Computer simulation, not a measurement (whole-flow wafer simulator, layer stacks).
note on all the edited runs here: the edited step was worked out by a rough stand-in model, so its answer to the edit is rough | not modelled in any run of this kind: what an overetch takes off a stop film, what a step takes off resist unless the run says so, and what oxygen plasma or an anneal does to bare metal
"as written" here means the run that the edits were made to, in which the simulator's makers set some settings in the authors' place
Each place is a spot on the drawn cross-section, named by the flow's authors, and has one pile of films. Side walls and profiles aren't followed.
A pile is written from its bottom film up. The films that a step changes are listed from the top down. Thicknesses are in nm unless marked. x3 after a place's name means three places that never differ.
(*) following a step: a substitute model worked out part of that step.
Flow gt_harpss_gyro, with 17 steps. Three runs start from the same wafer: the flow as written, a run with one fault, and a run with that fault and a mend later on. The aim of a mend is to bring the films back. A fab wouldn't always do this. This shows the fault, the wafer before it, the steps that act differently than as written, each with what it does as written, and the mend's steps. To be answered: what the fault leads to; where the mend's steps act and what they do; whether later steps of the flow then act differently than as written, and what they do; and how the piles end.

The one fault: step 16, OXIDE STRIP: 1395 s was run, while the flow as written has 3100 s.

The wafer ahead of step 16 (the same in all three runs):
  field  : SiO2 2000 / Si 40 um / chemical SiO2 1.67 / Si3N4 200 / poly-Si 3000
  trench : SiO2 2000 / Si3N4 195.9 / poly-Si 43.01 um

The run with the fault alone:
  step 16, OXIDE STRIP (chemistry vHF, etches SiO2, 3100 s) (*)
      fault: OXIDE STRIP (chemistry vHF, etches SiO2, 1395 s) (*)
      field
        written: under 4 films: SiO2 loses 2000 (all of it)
        fault: under 4 films: SiO2 loses 1081
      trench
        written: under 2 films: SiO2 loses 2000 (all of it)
        fault: under 2 films: SiO2 loses 1081
  Later steps of the flow that are run all act as written at every place that is followed.
  The piles end different from the flow's at field, trench by more than 2% or 0.5 nm, whichever is larger.
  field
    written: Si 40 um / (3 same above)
    fault: SiO2 919 / Si 40 um / (3 same above)
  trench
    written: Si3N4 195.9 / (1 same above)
    fault: SiO2 919 / Si3N4 195.9 / (1 same above)

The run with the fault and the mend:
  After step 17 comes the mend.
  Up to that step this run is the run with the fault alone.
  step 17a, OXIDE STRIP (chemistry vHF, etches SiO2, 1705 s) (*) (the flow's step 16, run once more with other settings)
      field
        under 4 films: SiO2 loses 919 (all of it)
      trench
        under 2 films: SiO2 loses 919 (all of it)
  Later steps of the flow that are run all act as written at every place that is followed.
  By the end, the piles equal the flow's at every place that both follow.
